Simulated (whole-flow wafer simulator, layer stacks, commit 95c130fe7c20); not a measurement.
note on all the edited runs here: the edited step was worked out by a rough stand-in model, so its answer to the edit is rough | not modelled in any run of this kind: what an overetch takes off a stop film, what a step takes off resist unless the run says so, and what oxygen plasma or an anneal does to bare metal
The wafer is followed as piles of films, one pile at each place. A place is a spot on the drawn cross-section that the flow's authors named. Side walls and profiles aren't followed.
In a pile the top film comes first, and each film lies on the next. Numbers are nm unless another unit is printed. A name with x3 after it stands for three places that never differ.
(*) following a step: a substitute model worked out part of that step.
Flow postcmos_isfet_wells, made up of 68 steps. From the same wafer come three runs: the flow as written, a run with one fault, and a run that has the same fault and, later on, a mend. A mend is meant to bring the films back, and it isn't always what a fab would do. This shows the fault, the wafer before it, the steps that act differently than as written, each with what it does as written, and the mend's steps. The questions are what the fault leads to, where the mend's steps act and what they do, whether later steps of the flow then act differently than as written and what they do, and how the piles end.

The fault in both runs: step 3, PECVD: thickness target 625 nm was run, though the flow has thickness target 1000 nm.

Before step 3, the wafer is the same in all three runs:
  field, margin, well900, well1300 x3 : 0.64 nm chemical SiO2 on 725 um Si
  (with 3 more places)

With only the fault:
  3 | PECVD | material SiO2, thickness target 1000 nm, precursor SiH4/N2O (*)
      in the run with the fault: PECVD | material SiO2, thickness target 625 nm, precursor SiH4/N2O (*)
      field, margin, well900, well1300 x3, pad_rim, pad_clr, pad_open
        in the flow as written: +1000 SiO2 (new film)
        in the run with the fault: +625 SiO2 (new film)
  Later steps of the flow that are run all act as written at every place that is followed.
  At field, margin, well900, well1300 x3, pad_rim, pad_clr, pad_open, the piles at the end differ from the flow's by more than 2% or 0.5 nm, whichever is larger.
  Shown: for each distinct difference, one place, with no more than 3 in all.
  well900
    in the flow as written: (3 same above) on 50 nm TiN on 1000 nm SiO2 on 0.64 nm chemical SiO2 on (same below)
    in the run with the fault: (3 same above) on 50 nm TiN on 625 nm SiO2 on 0.64 nm chemical SiO2 on (same below)
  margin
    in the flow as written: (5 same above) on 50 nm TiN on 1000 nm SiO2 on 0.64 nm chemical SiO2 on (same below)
    in the run with the fault: (5 same above) on 50 nm TiN on 625 nm SiO2 on 0.64 nm chemical SiO2 on (same below)
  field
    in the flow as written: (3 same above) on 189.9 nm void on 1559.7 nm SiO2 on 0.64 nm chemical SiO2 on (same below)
    in the run with the fault: (3 same above) on 189.9 nm void on 1184.7 nm SiO2 on 0.64 nm chemical SiO2 on (same below)

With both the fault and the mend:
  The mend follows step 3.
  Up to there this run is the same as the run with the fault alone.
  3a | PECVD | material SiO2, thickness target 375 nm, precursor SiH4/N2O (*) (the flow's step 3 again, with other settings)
      field, margin, well900, well1300 x3, pad_rim, pad_clr, pad_open
        +375 SiO2
  Later steps of the flow that are run all act as written at every place that is followed.
  The piles end the same as the flow's at every place that both follow.
